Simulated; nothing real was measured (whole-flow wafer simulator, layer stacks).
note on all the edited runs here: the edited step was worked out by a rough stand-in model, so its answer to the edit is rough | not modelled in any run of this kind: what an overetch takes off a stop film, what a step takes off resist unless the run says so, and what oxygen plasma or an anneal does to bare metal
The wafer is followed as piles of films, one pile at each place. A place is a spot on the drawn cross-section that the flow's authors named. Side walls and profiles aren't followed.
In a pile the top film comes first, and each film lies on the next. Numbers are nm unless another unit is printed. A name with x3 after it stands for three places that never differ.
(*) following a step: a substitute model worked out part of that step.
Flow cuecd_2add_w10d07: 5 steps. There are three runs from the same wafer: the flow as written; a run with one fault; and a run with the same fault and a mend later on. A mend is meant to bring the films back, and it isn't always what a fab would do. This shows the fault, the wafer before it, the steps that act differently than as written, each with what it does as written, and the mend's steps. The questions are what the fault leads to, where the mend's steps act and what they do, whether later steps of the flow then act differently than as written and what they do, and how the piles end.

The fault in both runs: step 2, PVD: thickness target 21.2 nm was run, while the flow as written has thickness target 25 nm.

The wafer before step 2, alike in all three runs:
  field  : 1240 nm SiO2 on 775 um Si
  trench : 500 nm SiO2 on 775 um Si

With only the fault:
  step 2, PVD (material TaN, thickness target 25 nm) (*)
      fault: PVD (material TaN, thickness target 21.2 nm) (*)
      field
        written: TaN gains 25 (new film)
        fault: TaN gains 21.2 (new film)
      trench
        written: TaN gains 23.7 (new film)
        fault: TaN gains 20.1 (new film)
  Every later step of the flow that is run acts as written at every place that is followed.
  The piles end different from the flow's at field, trench by more than 2% or 0.5 nm, whichever is larger.
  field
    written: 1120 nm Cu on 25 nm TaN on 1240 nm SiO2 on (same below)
    fault: 1120 nm Cu on 21.2 nm TaN on 1240 nm SiO2 on (same below)
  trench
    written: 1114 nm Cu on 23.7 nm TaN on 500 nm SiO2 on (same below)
    fault: 1114 nm Cu on 20.1 nm TaN on 500 nm SiO2 on (same below)

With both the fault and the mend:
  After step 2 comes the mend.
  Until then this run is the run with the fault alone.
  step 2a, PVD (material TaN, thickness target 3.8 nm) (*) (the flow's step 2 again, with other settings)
      field
        TaN gains 3.8
      trench
        TaN gains 3.59
  Every later step of the flow that is run acts as written at every place that is followed.
  The piles end the same as the flow's at every place that both follow.
